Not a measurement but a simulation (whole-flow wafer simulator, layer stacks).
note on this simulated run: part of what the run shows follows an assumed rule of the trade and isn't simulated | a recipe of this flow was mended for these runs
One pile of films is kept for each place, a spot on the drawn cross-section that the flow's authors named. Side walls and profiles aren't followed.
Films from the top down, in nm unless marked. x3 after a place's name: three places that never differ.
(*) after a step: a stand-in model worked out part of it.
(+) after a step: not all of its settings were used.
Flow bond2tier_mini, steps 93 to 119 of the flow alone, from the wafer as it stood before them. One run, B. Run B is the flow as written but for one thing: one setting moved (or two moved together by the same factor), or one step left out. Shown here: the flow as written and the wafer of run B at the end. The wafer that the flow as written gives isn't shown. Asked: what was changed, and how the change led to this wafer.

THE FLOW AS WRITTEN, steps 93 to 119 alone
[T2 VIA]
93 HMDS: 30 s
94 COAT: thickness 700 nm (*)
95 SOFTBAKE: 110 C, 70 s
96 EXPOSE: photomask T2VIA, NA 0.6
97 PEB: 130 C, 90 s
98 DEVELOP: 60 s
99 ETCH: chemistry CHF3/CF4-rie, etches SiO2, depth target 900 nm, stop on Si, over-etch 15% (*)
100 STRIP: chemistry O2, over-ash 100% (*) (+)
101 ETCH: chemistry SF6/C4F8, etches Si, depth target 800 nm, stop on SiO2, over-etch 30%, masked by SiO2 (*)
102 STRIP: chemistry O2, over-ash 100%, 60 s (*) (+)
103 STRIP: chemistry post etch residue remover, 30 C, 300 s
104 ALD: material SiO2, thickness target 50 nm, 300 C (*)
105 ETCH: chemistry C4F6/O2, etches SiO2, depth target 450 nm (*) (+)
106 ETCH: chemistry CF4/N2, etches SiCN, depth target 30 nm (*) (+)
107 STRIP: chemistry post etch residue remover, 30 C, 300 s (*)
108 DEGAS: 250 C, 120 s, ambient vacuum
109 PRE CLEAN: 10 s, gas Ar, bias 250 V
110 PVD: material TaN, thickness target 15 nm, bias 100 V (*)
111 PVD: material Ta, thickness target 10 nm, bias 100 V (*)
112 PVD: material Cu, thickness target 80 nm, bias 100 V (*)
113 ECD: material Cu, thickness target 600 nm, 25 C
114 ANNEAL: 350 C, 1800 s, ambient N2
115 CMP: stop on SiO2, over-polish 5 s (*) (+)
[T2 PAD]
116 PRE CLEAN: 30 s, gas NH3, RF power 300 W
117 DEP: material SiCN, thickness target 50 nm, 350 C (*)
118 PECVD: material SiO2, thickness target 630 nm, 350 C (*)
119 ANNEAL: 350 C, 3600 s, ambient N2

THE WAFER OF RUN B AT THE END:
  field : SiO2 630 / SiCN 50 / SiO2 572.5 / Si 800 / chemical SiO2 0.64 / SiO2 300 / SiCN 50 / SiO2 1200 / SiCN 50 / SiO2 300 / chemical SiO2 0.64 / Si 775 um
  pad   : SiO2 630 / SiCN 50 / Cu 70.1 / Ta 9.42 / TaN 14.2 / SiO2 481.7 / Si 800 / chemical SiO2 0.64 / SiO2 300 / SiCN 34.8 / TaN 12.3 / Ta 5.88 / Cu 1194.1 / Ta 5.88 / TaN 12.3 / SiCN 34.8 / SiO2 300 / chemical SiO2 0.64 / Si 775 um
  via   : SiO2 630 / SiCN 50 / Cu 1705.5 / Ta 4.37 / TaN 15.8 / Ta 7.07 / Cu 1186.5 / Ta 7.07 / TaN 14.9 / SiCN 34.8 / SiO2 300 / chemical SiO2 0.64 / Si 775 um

The cause: step 104, ALD: thickness target 65 nm was run, where the flow has thickness target 50 nm.

How the change led to this, step by step:
  104 ALD: material SiO2, thickness target 50 nm, 300 C (*)
      field, pad, via: SiO2 +65 (as written it would be: SiO2 +50)
  105 ETCH: chemistry C4F6/O2, etches SiO2, depth target 450 nm (*) (+)
      via: SiO2 -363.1 (all of it), SiCN -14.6 (as written it would be: SiO2 -348.1 (all of it), SiCN -17.2)
  106 ETCH: chemistry CF4/N2, etches SiCN, depth target 30 nm (*) (+)
      via: SiCN -20.2 (all of it), TaN -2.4 (as written it would be: SiCN -17.6 (all of it), TaN -3.01)
  112 PVD: material Cu, thickness target 80 nm, bias 100 V (*)
      via: Cu +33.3 (new film) (as written it would be: Cu +35 (new film))
